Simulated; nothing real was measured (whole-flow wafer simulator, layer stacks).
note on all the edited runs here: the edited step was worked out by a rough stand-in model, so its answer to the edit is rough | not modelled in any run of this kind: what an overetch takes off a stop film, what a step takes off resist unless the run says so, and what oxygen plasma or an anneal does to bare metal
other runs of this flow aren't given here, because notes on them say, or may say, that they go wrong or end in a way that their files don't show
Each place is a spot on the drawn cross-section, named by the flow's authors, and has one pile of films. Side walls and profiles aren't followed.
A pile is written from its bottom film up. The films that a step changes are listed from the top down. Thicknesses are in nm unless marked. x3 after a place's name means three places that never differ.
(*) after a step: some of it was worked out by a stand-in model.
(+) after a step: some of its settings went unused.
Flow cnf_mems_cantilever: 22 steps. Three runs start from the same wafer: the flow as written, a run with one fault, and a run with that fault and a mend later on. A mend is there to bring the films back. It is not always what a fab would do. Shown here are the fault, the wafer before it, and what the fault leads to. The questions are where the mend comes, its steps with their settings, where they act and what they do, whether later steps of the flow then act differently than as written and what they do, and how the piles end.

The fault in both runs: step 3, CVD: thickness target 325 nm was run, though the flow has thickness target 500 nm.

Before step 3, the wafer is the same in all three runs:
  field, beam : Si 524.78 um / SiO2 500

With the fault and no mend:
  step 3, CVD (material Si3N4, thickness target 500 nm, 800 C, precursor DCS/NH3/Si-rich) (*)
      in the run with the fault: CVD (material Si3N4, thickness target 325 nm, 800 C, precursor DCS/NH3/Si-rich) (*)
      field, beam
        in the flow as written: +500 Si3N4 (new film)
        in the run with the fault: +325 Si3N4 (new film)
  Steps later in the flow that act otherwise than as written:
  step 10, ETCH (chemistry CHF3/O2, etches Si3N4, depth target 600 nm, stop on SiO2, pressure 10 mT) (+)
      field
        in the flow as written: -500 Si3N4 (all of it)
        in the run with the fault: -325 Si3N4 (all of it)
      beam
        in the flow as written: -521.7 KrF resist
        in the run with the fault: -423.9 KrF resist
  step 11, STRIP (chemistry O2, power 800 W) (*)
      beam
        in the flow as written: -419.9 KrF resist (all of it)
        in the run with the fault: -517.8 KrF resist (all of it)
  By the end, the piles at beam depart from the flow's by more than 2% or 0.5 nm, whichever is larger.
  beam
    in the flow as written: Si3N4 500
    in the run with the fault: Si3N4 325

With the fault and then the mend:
  The mend stands after step 3.
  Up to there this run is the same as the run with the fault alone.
  step 3a, CVD (material Si3N4, thickness target 175 nm, 800 C, precursor DCS/NH3/Si-rich) (*) (a further turn of the flow's step 3, with different settings)
      field, beam
        +175 Si3N4
  None of the later steps of the flow acts differently than as written at any place that is followed.
  By the end, the piles equal the flow's at every place that both follow.
